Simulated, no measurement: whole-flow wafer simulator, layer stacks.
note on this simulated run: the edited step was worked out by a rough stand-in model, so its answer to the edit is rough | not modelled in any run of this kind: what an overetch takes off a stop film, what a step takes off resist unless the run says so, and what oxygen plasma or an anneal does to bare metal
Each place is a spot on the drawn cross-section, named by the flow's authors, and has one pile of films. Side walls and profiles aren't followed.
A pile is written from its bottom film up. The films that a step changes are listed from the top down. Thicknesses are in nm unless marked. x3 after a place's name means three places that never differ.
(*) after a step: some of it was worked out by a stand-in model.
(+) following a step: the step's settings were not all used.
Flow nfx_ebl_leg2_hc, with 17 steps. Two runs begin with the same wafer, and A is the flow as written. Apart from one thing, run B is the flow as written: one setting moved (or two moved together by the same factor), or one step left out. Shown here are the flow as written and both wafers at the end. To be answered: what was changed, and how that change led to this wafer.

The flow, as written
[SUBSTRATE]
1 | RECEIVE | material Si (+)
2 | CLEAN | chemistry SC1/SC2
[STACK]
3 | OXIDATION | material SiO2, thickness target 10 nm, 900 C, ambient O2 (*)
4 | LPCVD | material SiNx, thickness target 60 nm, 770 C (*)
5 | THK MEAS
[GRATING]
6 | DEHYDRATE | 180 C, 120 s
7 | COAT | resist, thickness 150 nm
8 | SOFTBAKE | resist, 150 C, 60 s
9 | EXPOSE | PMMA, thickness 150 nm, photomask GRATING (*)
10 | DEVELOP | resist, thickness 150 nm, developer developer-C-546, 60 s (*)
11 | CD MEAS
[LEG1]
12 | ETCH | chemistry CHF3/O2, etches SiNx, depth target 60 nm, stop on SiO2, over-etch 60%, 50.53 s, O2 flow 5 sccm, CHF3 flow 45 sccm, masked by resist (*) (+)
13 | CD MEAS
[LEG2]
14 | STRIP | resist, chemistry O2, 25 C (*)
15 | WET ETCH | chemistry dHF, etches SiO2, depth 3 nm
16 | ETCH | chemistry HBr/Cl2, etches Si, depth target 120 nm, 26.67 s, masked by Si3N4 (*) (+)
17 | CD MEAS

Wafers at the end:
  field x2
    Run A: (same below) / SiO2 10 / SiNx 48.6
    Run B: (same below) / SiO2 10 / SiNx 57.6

The reason: step 4, LPCVD: thickness target 69 nm was run, whereas the flow has thickness target 60 nm.

Step by step, how the change led to this:
  4 | LPCVD | material SiNx, thickness target 60 nm, 770 C (*)
      field x2, pad x2: A SiNx gains 60 (new film) | B SiNx gains 69 (new film)
  12 | ETCH | chemistry CHF3/O2, etches SiNx, depth target 60 nm, stop on SiO2, over-etch 60%, 50.53 s, O2 flow 5 sccm, CHF3 flow 45 sccm, masked by resist (*) (+)
      pad x2: A SiNx loses 60 (all of it), SiO2 loses 10 (all of it) | B SiNx loses 69 (all of it), SiO2 loses 10 (all of it)
